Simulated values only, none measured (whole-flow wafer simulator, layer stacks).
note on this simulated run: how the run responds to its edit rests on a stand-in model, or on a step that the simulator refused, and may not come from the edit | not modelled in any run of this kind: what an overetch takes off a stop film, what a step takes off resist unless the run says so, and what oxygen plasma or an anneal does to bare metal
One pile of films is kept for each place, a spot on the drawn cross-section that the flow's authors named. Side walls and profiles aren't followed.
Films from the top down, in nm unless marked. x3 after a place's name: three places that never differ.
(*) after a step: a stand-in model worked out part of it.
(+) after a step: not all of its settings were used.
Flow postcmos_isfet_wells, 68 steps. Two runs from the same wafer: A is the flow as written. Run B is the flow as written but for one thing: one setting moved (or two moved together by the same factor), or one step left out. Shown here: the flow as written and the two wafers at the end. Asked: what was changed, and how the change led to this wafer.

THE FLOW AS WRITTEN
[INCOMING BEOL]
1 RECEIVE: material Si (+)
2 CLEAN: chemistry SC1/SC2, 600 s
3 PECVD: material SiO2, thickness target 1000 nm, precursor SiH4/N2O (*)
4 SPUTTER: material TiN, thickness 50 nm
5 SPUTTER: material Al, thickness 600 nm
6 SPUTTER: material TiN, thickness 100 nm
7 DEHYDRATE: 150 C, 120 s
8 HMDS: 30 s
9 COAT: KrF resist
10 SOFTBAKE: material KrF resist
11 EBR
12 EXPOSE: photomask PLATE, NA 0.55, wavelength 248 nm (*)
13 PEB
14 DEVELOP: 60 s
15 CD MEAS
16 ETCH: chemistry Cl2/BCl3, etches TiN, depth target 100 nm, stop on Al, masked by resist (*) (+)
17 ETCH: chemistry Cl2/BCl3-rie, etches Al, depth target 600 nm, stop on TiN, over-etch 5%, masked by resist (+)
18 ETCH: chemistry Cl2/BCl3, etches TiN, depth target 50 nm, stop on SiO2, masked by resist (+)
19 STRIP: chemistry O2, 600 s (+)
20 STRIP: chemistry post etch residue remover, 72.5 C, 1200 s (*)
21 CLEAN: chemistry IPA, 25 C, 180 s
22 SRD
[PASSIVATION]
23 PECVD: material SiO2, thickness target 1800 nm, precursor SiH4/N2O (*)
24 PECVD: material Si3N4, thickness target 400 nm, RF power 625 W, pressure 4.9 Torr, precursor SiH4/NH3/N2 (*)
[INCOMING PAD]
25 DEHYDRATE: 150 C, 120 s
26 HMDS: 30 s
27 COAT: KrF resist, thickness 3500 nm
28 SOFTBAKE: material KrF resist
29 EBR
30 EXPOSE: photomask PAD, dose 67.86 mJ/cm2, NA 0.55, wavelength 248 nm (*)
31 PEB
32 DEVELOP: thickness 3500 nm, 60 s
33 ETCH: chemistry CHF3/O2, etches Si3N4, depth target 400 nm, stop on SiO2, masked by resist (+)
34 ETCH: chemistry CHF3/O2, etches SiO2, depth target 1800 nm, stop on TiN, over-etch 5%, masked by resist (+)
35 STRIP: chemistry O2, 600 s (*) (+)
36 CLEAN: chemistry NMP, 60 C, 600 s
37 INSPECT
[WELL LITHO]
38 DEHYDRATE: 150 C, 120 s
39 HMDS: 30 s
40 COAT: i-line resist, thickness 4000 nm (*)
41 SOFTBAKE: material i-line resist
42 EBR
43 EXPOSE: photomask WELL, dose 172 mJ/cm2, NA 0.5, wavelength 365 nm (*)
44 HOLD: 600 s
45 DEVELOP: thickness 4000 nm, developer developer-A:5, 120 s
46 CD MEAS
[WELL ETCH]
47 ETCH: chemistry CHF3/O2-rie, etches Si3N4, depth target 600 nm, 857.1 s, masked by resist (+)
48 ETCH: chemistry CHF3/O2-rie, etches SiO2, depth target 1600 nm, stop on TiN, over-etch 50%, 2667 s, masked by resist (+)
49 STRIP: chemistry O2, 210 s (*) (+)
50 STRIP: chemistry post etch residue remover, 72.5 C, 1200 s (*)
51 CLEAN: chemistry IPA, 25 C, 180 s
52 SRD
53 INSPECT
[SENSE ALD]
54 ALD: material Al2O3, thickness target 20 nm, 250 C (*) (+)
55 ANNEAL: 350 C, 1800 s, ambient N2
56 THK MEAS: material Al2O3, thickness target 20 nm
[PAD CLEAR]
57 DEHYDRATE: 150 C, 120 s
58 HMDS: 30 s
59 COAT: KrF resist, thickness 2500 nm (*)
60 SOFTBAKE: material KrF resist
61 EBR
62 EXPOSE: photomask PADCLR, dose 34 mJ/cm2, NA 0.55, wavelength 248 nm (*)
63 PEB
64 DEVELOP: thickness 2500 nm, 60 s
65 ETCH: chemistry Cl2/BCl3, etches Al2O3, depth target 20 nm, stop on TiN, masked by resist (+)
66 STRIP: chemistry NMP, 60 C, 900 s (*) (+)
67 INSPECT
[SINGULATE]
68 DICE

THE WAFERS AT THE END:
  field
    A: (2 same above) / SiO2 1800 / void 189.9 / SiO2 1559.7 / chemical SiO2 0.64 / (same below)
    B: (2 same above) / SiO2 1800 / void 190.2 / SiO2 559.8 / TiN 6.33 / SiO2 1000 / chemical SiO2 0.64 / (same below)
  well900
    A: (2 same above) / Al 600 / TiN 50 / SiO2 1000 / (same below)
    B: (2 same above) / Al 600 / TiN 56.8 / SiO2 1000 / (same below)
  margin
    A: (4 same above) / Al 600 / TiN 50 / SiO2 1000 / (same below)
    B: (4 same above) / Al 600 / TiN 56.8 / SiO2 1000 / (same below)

The cause: step 4, SPUTTER: thickness 56.75 nm was run, where the flow has thickness 50 nm.
It can be read off the wafer: well900 has TiN 56.8, and step 4 as written asks for 50 nm.

How the change led to this, step by step:
  4 SPUTTER: material TiN, thickness 50 nm
      field, margin, well900, well1300 x3, pad_rim, pad_clr, pad_open: A TiN +50 (new film) | B TiN +56.8 (new film)
  18 ETCH: chemistry Cl2/BCl3, etches TiN, depth target 50 nm, stop on SiO2, masked by resist (+)
      field: A TiN -50 (all of it) | B TiN -50
  23 PECVD: material SiO2, thickness target 1800 nm, precursor SiH4/N2O (*)
      field: A SiO2 +1800 (new film), void +189.9 (new film), SiO2 +559.7 | B SiO2 +1800 (new film), void +190.2 (new film), SiO2 +559.8 (new film)
Counting metal films that touch as one body, field has 1 body; the flow as written gives 0 bodies.
